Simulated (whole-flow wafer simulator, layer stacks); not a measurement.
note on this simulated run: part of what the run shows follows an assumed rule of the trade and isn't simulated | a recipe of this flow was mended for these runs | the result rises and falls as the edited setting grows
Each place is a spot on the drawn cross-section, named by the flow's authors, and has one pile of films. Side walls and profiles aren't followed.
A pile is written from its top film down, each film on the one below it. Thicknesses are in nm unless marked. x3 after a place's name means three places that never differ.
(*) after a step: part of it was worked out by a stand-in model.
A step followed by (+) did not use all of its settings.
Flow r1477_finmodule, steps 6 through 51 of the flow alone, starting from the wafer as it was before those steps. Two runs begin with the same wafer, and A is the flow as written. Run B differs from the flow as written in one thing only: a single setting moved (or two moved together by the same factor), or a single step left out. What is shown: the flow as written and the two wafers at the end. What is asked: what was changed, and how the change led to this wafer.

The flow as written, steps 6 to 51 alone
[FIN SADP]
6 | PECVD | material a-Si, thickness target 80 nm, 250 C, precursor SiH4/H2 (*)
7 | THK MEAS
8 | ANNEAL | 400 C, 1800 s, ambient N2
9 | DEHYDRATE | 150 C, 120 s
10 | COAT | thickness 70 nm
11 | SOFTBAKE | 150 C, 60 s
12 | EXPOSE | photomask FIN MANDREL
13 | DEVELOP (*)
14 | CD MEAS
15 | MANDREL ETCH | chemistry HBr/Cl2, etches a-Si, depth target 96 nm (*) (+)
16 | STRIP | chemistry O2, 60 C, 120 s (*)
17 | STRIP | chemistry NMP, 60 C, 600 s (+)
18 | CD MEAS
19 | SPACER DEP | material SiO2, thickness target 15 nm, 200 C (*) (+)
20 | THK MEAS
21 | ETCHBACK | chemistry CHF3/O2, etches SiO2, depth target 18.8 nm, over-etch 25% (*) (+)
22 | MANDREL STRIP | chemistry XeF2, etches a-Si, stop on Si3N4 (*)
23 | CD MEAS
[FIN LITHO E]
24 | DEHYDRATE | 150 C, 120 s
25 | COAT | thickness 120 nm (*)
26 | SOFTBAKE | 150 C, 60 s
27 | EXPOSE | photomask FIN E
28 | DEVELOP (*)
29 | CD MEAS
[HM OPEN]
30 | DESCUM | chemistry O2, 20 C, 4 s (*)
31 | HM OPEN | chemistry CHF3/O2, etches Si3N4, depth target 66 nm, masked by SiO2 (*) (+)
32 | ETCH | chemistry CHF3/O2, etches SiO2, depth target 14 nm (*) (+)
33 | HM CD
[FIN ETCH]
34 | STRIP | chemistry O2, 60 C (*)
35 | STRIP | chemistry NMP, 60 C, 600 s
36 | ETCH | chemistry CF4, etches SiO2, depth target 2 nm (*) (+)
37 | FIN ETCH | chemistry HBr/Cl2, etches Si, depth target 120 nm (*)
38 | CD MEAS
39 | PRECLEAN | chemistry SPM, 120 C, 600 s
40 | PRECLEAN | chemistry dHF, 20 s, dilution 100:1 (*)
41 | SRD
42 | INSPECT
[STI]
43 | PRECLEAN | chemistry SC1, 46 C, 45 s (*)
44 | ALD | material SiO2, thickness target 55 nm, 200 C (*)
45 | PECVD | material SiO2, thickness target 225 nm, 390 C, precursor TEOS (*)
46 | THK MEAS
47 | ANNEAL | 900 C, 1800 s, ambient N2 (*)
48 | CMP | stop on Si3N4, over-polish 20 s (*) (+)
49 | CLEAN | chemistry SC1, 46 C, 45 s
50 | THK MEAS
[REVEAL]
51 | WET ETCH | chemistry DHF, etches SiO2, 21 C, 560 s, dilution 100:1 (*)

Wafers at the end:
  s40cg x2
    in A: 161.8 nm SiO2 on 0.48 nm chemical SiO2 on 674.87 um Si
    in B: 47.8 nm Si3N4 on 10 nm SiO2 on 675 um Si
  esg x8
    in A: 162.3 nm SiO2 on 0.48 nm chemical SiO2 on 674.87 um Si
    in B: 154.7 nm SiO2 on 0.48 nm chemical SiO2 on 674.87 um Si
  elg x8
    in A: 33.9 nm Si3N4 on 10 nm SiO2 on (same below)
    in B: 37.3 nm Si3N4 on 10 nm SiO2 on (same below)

What caused this: step 21, ETCHBACK: depth target 14.7 nm was run, while the flow as written has depth target 18.8 nm.

Step by step, how the change led to this:
  21 | ETCHBACK | chemistry CHF3/O2, etches SiO2, depth target 18.8 nm, over-etch 25% (*) (+)
      pad x2, elg x8, esg x8, s40sg x2, s45sg x2, s50sg x2: A SiO2 loses 15 (all of it), Si3N4 loses 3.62 | B SiO2 loses 14.7
      s40cg x2, s45cg x2, s50cg x2: A SiO2 loses 15 (all of it), chemical SiO2 loses 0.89 (all of it), a-Si loses 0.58 | B SiO2 loses 14.7
  22 | MANDREL STRIP | chemistry XeF2, etches a-Si, stop on Si3N4 (*)
      s40cg x2, s45cg x2, s50cg x2: A a-Si loses 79 (all of it) | B nothing
  25 | COAT | thickness 120 nm (*)
      s40cg x2: A e-beam-resist gains 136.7 (new film) | B e-beam-resist gains 69.1 (new film)
      s40sg x2: A e-beam-resist gains 142.6 (new film) | B e-beam-resist gains 151.8 (new film)
      (and at 14 other places as well)
  28 | DEVELOP (*)
      s40cg x2: A e-beam-resist loses 136.7 (all of it) | B e-beam-resist loses 69.1 (all of it)
      s40sg x2: A e-beam-resist loses 142.6 (all of it) | B e-beam-resist loses 151.8 (all of it)
      (and at 14 other places as well)
  31 | HM OPEN | chemistry CHF3/O2, etches Si3N4, depth target 66 nm, masked by SiO2 (*) (+)
      pad x2, esg x8, s40sg x2, s45sg x2, s50sg x2: A Si3N4 loses 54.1 (all of it), SiO2 loses 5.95 | B SiO2 loses 0.34 (all of it), Si3N4 loses 57.7 (all of it), SiO2 loses 3.8
      s40cg x2, s45cg x2, s50cg x2: A Si3N4 loses 60 (all of it), SiO2 loses 3 | B SiO2 loses 0.36 (all of it), chemical SiO2 loses 0.89 (all of it), a-Si loses 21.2
      (and at 6 other places as well)
  32 | ETCH | chemistry CHF3/O2, etches SiO2, depth target 14 nm (*) (+)
      s40cg x2, s45cg x2, s50cg x2: A SiO2 loses 7 (all of it), Si loses 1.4 | B a-Si loses 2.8
      s40sg_line x2, s45sg_line x2: A SiO2 loses 14 | B Si3N4 loses 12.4
      (and at 18 other places as well)
  34 | STRIP | chemistry O2, 60 C (*)
      s40cg x2, s45cg x2, s50cg x2: A chemical SiO2 gains 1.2 (new film), Si loses 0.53 | B chemical SiO2 gains 1.2 (new film), a-Si loses 0.53
  36 | ETCH | chemistry CF4, etches SiO2, depth target 2 nm (*) (+)
      s40cg x2, s45cg x2, s50cg x2: A chemical SiO2 loses 1.2 (all of it), Si loses 0.67 | B chemical SiO2 loses 1.2 (all of it), a-Si loses 0.67
      s40sg_line x2: A SiO2 loses 2 | B Si3N4 loses 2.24
      (and at 4 other places as well)
  37 | FIN ETCH | chemistry HBr/Cl2, etches Si, depth target 120 nm (*)
      s40cg x2, s45cg x2, s50cg x2: A Si loses 120 | B a-Si loses 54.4 (all of it), Si3N4 loses 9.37
      s40sg_line x2: A SiO2 loses 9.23 | B Si3N4 loses 7.06 (all of it), SiO2 loses 5.43
      (and at 4 other places as well)
  39 | PRECLEAN | chemistry SPM, 120 C, 600 s
      s40cg x2, s45cg x2, s50cg x2: A chemical SiO2 gains 0.8 (new film), Si loses 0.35 | B nothing
  40 | PRECLEAN | chemistry dHF, 20 s, dilution 100:1 (*)
      s40cg x2, s45cg x2, s50cg x2: A chemical SiO2 loses 0.8 (all of it) | B Si3N4 loses 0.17
      s40sg_line x2, s45sg_line x2, s50sg_line x2: A SiO2 loses 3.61 | B SiO2 loses 0.87
  43 | PRECLEAN | chemistry SC1, 46 C, 45 s (*)
      s40cg x2, s45cg x2, s50cg x2: A chemical SiO2 gains 0.48 (new film), Si loses 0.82 | B nothing
  44 | ALD | material SiO2, thickness target 55 nm, 200 C (*)
      s40cg x2, s45cg x2, s50cg x2: A SiO2 gains 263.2 (new film) | B SiO2 gains 55 (new film)
      s40sg x2, s45sg x2, s50sg x2: A SiO2 gains 263.8 (new film) | B SiO2 gains 239 (new film)
  48 | CMP | stop on Si3N4, over-polish 20 s (*) (+)
      s40cg x2, s45cg x2, s50cg x2: A SiO2 loses 288.1 | B SiO2 loses 269.9 (all of it), Si3N4 loses 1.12
      elg x8, esg x8: A SiO2 loses 247.6 | B SiO2 loses 258.9
      (and at 8 other places as well)
  51 | WET ETCH | chemistry DHF, etches SiO2, 21 C, 560 s, dilution 100:1 (*)
      s40cg x2, s45cg x2, s50cg x2: A SiO2 loses 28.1 | B Si3N4 loses 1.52
      elg x8: A SiO2 loses 22.3 (all of it), Si3N4 loses 0.41 | B SiO2 loses 11 (all of it), Si3N4 loses 0.97
